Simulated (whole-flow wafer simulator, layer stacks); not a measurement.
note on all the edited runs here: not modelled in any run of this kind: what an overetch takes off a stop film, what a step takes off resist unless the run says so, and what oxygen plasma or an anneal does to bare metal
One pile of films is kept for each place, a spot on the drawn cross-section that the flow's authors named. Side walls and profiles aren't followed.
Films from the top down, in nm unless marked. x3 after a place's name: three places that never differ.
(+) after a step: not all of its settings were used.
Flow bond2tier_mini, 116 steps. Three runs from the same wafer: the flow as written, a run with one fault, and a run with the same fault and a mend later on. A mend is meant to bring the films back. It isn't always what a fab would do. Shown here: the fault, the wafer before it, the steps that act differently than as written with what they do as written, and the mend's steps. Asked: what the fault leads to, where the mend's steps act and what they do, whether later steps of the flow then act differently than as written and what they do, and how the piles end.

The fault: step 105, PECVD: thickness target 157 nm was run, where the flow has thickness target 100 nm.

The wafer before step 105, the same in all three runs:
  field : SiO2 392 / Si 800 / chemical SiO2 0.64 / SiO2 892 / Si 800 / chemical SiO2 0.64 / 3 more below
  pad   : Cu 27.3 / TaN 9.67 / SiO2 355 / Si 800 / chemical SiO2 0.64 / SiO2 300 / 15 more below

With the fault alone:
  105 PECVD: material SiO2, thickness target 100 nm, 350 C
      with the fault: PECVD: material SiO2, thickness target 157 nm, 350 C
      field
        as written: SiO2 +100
        with the fault: SiO2 +157
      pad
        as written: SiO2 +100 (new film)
        with the fault: SiO2 +157 (new film)
  Later steps of the flow that act differently than as written:
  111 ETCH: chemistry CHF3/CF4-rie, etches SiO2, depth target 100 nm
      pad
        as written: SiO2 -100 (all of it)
        with the fault: SiO2 -100
  At the end the piles differ from the flow's by more than 2% or 0.5 nm, whichever is larger, at field, pad.
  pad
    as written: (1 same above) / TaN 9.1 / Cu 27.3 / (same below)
    with the fault: (1 same above) / TaN 9.1 / SiO2 57 / Cu 27.3 / (same below)
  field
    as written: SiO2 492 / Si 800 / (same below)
    with the fault: SiO2 549 / Si 800 / (same below)

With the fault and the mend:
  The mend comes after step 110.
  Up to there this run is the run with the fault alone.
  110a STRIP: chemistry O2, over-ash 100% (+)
      field
        KrF resist -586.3 (all of it)
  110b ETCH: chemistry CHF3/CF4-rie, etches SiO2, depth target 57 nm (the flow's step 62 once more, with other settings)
      field, pad
        SiO2 -57
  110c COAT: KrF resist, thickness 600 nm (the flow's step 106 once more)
      field, pad
        KrF resist +600 (new film)
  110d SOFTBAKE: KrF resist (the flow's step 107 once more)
      changes no film at any place that is followed
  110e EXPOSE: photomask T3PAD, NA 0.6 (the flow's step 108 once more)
      changes no film at any place that is followed
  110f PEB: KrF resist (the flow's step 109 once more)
      changes no film at any place that is followed
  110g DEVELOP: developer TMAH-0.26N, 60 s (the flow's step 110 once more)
      field
        KrF resist -13.7
      pad
        KrF resist -600 (all of it)
  No later step of the flow acts differently than as written at any place that is followed.
  At the end the piles are the same as the flow's at every place that both follow.
